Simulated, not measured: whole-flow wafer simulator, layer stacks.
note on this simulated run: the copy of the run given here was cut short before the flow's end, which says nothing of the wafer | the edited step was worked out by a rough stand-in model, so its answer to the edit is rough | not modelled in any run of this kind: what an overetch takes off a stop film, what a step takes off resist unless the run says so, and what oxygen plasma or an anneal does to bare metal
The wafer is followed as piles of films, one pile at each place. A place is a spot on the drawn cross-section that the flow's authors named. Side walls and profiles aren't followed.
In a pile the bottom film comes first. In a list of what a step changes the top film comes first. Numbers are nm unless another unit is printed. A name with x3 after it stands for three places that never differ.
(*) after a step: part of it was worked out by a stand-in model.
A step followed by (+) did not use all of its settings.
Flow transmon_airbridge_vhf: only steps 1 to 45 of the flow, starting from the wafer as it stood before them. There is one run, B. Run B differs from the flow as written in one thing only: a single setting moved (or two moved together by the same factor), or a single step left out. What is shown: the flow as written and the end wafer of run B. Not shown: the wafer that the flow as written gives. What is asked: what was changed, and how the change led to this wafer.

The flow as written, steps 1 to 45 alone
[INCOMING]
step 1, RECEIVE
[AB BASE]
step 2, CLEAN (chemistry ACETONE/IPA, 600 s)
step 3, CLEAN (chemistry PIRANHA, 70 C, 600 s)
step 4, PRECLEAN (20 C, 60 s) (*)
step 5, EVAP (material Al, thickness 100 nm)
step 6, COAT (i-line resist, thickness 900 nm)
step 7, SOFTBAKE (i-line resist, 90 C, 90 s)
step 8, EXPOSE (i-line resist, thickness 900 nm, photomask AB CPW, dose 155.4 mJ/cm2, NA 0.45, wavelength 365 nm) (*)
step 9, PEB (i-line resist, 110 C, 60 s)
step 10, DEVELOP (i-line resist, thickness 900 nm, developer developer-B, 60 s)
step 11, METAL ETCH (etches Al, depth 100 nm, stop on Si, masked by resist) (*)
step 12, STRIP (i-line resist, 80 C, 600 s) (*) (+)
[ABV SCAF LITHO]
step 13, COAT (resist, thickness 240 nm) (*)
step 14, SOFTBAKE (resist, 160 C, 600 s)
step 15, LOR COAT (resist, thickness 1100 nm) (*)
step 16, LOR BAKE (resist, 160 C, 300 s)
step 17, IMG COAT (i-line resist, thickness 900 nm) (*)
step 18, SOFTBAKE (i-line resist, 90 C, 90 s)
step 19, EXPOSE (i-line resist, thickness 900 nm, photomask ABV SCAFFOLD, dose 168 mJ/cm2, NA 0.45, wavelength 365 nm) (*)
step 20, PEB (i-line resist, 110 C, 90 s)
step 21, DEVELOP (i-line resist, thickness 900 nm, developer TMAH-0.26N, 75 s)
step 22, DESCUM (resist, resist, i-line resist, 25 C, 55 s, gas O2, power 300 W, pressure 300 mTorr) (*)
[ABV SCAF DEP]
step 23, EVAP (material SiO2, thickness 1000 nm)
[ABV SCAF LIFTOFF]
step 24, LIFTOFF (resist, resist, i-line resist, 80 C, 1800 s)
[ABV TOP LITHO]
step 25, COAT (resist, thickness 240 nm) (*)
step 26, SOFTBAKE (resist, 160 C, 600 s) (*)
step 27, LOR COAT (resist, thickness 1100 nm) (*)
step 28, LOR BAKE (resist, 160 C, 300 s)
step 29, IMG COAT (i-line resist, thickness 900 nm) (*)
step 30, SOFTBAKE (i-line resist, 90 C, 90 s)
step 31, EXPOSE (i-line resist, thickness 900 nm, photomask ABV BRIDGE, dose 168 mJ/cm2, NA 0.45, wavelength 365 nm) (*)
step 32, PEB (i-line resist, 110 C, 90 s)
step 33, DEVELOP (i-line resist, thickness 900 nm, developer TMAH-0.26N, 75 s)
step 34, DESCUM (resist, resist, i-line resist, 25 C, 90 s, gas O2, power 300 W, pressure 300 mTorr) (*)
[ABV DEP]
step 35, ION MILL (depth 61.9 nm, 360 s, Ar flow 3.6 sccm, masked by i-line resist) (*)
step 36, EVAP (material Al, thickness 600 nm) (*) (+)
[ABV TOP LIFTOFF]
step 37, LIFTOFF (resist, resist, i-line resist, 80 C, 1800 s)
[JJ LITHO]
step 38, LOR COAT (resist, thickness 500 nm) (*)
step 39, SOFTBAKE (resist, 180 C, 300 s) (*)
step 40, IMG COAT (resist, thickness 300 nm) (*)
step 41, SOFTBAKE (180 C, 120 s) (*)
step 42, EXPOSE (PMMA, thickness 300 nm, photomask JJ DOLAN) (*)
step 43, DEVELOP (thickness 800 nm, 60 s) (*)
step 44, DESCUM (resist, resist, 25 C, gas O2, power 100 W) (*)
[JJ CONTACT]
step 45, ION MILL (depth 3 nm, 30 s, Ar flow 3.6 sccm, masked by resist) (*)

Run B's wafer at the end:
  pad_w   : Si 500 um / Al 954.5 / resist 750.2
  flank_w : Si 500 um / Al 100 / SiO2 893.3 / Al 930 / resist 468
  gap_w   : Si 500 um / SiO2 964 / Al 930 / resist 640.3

Cause: step 36, EVAP: thickness 930 nm was run, whereas the flow has thickness 600 nm.
One can read it off the wafer: flank_w has Al 930, and step 36 as written asks for 600 nm.

How this came from the change, step by step:
  step 36, EVAP (material Al, thickness 600 nm) (*) (+)
      field x3, jj_line, ground_far and 10 more: +930 Al (new film) (it would be, as written: +600 Al (new film))
      pad_w, pad_e: +916.4 Al (it would be, as written: +591.2 Al)
  step 37, LIFTOFF (resist, resist, i-line resist, 80 C, 1800 s)
      field x3, jj_line, trace_open_s x2: -930 Al (all of it), -600 i-line resist (all of it), -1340 resist (all of it) (it would be, as written: -600 Al (all of it), -600 i-line resist (all of it), -1340 resist (all of it))
      margin_s, margin_n: -930 Al (all of it), -318.3 i-line resist (all of it), -992 resist (all of it) (it would be, as written: -600 Al (all of it), -318.3 i-line resist (all of it), -992 resist (all of it))
      (also at 1 further place)
  step 38, LOR COAT (resist, thickness 500 nm) (*)
      pad_w, pad_e: +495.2 resist (new film) (it would be, as written: +517 resist (new film))
      flank_w, flank_e: +298.4 resist (new film) (it would be, as written: +306.5 resist (new film))
      (also at 6 further places)
  step 40, IMG COAT (resist, thickness 300 nm) (*)
      pad_w, pad_e: +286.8 resist (it would be, as written: +300.1 resist)
      flank_w, flank_e: +201.5 resist (it would be, as written: +212.1 resist)
      (also at 6 further places)
